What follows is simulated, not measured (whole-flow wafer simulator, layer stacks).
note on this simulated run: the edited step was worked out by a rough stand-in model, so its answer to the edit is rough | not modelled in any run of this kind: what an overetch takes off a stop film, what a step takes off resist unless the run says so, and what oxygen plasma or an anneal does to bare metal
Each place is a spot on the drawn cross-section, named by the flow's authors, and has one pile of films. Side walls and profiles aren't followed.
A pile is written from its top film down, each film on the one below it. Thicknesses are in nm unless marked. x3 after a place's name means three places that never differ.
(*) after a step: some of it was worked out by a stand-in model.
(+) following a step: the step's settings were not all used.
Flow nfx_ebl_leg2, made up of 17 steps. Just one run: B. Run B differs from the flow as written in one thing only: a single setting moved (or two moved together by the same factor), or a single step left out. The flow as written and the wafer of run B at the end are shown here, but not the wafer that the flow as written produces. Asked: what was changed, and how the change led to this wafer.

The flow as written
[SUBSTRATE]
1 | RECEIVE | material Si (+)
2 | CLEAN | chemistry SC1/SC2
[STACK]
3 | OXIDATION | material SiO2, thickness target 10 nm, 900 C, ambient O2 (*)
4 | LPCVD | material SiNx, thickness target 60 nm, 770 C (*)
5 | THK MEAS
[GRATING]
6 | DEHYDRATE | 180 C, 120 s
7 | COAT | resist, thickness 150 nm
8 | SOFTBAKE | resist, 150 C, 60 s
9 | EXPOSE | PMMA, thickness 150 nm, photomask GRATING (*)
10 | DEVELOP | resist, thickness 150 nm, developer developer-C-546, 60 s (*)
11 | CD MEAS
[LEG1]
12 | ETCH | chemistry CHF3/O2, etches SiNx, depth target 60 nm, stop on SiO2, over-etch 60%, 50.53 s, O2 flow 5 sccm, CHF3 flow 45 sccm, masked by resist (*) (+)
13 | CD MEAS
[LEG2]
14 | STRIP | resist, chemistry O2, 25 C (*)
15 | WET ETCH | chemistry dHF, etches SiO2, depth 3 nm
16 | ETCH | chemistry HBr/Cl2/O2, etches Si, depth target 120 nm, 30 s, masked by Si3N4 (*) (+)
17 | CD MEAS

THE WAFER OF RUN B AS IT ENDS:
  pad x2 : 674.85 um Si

Cause: step 16, ETCH: depth target 144 nm was run, though the flow has depth target 120 nm.

The path from the change to this, step by step:
  16 | ETCH | chemistry HBr/Cl2/O2, etches Si, depth target 120 nm, 30 s, masked by Si3N4 (*) (+)
      pad x2: Si loses 144 (it would be, as written: Si loses 120)
